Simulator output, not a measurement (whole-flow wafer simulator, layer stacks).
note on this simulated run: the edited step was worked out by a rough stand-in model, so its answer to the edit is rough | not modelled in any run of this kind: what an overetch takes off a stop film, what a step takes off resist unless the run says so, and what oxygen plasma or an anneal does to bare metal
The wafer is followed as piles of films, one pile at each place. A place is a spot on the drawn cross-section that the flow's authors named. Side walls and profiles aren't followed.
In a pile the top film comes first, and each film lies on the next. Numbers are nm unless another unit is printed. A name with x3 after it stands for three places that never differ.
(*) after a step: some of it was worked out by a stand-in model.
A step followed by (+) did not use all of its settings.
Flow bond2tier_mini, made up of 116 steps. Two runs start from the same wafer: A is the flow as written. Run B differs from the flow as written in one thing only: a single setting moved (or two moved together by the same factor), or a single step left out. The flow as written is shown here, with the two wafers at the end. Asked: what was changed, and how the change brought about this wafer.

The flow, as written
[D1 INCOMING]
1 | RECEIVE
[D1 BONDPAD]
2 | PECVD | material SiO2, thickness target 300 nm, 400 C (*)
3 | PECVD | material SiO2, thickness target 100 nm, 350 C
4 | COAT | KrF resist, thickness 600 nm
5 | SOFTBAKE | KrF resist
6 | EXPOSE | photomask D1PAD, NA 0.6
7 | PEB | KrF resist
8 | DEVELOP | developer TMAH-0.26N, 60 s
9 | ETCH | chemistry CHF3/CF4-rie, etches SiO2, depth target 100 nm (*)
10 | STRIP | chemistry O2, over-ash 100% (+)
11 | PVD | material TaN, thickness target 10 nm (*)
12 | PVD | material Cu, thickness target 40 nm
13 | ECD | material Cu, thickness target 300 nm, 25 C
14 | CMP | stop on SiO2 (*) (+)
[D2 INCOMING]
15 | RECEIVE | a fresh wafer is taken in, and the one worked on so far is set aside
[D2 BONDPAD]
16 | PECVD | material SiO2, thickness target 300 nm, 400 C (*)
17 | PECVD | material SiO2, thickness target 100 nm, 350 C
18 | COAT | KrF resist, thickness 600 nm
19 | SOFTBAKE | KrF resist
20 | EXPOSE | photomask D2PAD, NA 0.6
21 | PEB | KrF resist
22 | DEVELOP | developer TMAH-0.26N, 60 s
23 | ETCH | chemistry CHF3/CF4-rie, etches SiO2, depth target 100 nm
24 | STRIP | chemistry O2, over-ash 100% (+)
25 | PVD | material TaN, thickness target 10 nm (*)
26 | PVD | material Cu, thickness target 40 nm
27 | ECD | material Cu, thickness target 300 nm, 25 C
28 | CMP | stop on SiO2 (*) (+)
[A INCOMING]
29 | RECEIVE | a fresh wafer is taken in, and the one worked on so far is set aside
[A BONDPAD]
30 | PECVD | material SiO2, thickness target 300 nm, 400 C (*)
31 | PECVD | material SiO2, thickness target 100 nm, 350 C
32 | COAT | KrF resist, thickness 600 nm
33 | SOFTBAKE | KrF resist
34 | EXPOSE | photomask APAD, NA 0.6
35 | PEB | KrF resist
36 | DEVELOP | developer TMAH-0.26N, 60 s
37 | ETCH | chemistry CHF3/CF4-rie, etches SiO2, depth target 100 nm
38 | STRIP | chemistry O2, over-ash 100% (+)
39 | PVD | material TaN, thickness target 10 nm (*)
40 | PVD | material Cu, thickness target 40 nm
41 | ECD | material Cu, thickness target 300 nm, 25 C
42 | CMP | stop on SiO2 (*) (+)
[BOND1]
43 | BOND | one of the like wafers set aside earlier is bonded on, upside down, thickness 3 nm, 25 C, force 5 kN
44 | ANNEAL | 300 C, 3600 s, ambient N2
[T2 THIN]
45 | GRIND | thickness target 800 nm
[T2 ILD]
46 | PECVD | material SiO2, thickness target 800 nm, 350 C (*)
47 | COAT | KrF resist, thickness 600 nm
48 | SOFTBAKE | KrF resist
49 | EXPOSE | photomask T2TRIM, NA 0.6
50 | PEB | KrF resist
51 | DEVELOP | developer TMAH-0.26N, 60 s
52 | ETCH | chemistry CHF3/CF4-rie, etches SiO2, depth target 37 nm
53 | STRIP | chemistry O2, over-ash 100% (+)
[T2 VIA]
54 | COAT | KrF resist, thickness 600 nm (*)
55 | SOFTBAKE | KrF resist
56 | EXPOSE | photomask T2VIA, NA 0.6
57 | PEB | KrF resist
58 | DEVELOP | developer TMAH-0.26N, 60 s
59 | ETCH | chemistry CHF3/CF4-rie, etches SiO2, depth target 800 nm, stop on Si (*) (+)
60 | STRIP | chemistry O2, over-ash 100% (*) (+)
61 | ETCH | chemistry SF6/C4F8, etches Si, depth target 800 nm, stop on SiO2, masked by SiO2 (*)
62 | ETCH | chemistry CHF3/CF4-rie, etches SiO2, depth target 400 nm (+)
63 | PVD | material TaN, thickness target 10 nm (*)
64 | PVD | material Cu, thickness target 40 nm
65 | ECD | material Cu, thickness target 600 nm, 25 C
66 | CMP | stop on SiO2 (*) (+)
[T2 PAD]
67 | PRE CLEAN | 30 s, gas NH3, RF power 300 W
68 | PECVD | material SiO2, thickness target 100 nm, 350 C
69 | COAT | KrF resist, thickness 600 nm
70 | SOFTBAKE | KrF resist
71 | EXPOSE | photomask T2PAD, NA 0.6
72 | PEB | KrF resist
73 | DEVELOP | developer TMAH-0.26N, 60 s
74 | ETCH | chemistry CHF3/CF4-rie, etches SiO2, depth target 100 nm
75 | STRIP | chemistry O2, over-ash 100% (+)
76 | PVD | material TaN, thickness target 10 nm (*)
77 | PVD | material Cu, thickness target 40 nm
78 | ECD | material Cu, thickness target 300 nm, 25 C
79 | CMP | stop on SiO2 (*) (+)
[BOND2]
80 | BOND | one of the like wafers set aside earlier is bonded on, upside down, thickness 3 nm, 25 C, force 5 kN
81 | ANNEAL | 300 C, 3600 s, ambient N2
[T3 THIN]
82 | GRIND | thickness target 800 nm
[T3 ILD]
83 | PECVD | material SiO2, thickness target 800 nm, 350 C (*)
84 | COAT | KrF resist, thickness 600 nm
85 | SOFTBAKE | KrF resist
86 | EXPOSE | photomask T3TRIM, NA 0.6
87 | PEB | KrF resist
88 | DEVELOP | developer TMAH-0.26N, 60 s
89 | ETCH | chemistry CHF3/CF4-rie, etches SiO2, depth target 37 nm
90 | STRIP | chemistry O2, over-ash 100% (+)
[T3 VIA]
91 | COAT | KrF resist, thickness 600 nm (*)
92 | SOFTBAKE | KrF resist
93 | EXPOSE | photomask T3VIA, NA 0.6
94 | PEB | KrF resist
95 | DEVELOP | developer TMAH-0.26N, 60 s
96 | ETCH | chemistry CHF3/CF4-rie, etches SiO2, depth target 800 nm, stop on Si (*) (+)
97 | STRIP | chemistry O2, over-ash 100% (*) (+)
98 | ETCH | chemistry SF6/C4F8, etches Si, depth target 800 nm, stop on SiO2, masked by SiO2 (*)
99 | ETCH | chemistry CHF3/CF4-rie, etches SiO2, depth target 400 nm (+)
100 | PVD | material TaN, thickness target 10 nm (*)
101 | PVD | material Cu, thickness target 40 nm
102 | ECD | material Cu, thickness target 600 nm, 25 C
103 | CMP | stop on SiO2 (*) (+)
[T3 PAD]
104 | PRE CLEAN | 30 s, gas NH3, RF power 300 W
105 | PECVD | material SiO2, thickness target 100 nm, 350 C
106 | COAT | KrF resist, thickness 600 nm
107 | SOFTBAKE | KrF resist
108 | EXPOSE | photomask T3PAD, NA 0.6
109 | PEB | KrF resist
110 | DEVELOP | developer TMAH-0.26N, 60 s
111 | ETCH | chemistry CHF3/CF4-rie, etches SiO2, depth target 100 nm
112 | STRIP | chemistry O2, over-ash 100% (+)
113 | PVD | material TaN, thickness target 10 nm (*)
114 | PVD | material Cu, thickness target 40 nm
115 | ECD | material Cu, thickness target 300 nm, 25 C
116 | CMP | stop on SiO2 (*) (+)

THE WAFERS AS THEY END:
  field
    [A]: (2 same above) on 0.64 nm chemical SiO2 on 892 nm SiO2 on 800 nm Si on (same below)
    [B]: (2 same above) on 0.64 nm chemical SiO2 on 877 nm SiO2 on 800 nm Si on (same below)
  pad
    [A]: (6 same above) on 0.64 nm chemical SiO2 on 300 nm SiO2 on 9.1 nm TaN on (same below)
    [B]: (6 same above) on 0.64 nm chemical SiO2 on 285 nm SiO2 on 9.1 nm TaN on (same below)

The reason: step 16, PECVD: thickness target 285 nm was run, while the flow as written has thickness target 300 nm.
The wafer lets one read it off: pad has SiO2 285, and step 16 as written asks for 300 nm.

Step by step, how the change led to this:
  16 | PECVD | material SiO2, thickness target 300 nm, 400 C (*)
      field, pad, via: A SiO2 gains 300 (new film) | B SiO2 gains 285 (new film)
  80 | BOND | one of the like wafers set aside earlier is bonded on, upside down, thickness 3 nm, 25 C, force 5 kN
      field: A Si gains 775 um (new film), chemical SiO2 gains 0.64 (new film), SiO2 gains 400 | B Si gains 775 um (new film), chemical SiO2 gains 0.64 (new film), SiO2 gains 385
      pad: A Si gains 775 um (new film), chemical SiO2 gains 0.64 (new film), SiO2 gains 300 (new film), TaN gains 9.1 (new film), Cu gains 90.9 | B Si gains 775 um (new film), chemical SiO2 gains 0.64 (new film), SiO2 gains 285 (new film), TaN gains 9.1 (new film), Cu gains 90.9
